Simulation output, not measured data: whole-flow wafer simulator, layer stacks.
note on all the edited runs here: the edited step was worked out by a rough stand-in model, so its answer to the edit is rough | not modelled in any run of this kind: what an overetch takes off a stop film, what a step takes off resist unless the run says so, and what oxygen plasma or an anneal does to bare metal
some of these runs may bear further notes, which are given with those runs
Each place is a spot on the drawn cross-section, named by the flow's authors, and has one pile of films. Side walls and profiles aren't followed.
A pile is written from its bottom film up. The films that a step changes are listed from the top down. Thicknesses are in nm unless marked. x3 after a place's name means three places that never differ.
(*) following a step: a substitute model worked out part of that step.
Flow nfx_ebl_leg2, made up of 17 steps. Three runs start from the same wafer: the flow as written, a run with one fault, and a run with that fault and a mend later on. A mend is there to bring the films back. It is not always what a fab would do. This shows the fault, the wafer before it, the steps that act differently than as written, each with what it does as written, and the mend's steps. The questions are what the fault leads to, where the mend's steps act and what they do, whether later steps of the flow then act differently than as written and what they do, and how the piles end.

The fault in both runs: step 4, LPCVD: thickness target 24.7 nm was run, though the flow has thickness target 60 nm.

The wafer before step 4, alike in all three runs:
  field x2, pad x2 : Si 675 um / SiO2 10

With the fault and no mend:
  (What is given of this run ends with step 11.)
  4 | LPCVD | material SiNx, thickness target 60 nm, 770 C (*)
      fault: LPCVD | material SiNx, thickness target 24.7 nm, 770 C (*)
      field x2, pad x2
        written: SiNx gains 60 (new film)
        fault: SiNx gains 24.7 (new film)
  None of the later steps of the flow up to step 11 acts differently than as written at any place that is followed.
  After step 11, at field x2, pad x2, the piles differ from the flow's by more than 2% or 0.5 nm, whichever is larger.
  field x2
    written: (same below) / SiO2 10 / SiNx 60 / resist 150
    fault: (same below) / SiO2 10 / SiNx 24.7 / resist 150
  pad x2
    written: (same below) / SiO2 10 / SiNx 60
    fault: (same below) / SiO2 10 / SiNx 24.7

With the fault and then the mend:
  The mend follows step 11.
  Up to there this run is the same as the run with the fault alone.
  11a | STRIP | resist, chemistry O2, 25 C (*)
      field x2
        resist loses 150 (all of it)
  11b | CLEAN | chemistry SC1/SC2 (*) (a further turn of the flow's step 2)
      leaves every film unchanged at each place that is followed
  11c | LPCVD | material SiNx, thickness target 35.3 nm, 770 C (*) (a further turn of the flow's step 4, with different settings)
      field x2, pad x2
        SiNx gains 35.3
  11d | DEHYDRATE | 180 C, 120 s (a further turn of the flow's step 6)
      leaves every film unchanged at each place that is followed
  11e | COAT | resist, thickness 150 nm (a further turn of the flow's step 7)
      field x2, pad x2
        resist gains 150 (new film)
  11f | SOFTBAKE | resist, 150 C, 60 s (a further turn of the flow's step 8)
      leaves every film unchanged at each place that is followed
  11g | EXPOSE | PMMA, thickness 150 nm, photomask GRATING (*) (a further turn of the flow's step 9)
      leaves every film unchanged at each place that is followed
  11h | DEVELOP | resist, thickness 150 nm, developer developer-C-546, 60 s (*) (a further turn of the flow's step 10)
      pad x2
        resist loses 150 (all of it)
  None of the later steps of the flow acts differently than as written at any place that is followed.
  At every place that both follow, the piles at the end match the flow's.
